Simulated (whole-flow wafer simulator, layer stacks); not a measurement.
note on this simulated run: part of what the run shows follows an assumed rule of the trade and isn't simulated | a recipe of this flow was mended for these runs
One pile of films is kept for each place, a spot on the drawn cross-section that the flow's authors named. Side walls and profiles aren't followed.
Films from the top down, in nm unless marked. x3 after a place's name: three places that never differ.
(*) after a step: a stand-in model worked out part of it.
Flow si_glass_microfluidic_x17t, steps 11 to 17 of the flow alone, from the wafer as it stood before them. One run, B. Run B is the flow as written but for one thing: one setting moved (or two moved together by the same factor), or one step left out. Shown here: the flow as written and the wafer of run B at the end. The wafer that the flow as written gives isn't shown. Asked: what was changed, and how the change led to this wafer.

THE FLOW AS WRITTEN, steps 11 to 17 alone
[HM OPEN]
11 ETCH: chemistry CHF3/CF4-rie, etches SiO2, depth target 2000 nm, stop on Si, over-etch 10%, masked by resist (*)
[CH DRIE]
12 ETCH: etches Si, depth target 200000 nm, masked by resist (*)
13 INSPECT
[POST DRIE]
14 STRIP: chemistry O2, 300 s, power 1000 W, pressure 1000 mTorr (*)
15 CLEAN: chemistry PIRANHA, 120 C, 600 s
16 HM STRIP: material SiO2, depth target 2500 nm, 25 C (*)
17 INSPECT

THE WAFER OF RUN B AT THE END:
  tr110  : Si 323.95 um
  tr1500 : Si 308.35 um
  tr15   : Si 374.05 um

The cause: step 11, ETCH: depth target 2288 nm was run, where the flow has depth target 2000 nm.

How the change led to this, step by step:
  11 ETCH: chemistry CHF3/CF4-rie, etches SiO2, depth target 2000 nm, stop on Si, over-etch 10%, masked by resist (*)
      tr110, tr1500, tr15: SiO2 -2000 (all of it), Si -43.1 (as written it would be: SiO2 -2000 (all of it), Si -16.7)
      land: thick-i-line-resist -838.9 (as written it would be: thick-i-line-resist -733.3)
  12 ETCH: etches Si, depth target 200000 nm, masked by resist (*)
      tr1500: Si -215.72 um (as written it would be: Si -215.73 um)
      tr15: Si -150.02 um (as written it would be: Si -149.99 um)
  14 STRIP: chemistry O2, 300 s, power 1000 W, pressure 1000 mTorr (*)
      land: thick-i-line-resist -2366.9 (all of it) (as written it would be: thick-i-line-resist -2472.3 (all of it))
